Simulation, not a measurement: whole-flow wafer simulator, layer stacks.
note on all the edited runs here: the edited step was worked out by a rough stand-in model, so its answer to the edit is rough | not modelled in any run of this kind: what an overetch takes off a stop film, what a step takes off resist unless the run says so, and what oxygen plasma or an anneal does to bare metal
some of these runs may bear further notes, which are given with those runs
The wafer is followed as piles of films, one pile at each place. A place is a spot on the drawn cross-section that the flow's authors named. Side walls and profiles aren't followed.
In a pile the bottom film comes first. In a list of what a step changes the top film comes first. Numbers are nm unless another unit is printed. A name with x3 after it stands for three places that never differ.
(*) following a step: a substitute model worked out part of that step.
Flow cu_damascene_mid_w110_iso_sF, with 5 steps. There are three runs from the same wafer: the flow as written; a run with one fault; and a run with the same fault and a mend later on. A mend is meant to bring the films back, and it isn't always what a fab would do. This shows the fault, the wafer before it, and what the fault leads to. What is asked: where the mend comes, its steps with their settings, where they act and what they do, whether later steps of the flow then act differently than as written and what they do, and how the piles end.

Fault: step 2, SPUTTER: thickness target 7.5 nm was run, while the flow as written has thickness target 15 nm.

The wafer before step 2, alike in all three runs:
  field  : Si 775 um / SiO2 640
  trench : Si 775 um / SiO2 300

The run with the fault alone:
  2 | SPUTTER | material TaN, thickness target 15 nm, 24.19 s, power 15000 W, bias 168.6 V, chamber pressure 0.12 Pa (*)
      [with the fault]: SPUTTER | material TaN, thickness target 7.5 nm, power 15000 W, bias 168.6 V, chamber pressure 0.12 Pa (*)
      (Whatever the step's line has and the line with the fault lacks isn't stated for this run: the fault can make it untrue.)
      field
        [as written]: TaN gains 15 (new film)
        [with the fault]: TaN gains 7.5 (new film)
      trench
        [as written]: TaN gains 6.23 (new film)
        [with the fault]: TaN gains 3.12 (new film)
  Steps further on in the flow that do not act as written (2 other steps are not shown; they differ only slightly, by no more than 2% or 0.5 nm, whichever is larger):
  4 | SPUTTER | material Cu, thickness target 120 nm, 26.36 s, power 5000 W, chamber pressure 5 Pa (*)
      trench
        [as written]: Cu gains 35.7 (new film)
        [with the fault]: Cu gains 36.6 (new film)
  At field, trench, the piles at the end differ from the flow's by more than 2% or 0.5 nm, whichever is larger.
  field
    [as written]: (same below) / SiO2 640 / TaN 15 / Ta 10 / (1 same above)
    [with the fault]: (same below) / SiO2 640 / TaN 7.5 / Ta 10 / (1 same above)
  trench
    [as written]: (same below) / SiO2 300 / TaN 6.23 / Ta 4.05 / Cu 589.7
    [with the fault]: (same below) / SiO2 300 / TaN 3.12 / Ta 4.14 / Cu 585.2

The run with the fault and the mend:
  After step 2 comes the mend.
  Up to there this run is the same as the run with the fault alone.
  2a | SPUTTER | material TaN, thickness target 7.5 nm, power 15000 W, bias 168.6 V, chamber pressure 0.12 Pa (*) (the flow's step 2, run once more with other settings)
      field
        TaN gains 7.5
      trench
        TaN gains 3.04
  Later steps of the flow that are run all act as written at every place that is followed, up to a difference of at most 2% or 0.5 nm, whichever is larger.
  At the end the piles are close to the flow's at the places that both follow, differing by at most 2% or 0.5 nm, whichever is larger.
